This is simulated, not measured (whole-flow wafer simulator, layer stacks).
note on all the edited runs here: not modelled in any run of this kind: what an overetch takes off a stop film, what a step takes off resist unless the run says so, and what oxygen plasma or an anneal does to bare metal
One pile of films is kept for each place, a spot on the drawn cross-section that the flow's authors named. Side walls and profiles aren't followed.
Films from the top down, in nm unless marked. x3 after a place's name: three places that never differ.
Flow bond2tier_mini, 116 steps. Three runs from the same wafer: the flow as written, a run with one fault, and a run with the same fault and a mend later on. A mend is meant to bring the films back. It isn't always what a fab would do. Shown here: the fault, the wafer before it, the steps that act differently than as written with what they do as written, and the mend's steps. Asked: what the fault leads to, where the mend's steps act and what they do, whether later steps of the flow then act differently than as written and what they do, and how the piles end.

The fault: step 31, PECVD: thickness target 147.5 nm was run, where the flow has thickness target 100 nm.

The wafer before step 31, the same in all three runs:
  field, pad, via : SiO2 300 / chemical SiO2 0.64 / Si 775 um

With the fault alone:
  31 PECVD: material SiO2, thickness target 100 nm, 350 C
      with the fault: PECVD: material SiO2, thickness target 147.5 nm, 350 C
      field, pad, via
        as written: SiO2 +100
        with the fault: SiO2 +147.5
  No later step of the flow acts differently than as written at any place that is followed.
  At the end the piles differ from the flow's by more than 2% or 0.5 nm, whichever is larger, at field, pad.
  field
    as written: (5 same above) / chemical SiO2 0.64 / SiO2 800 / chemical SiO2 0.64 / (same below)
    with the fault: (5 same above) / chemical SiO2 0.64 / SiO2 847.5 / chemical SiO2 0.64 / (same below)
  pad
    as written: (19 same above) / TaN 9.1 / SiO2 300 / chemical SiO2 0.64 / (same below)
    with the fault: (19 same above) / TaN 9.1 / SiO2 347.5 / chemical SiO2 0.64 / (same below)

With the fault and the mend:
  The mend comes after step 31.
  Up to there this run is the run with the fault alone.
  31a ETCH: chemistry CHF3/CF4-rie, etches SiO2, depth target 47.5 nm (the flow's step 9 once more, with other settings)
      field, pad, via
        SiO2 -47.5
  No later step of the flow acts differently than as written at any place that is followed.
  At the end the piles are the same as the flow's at every place that both follow.
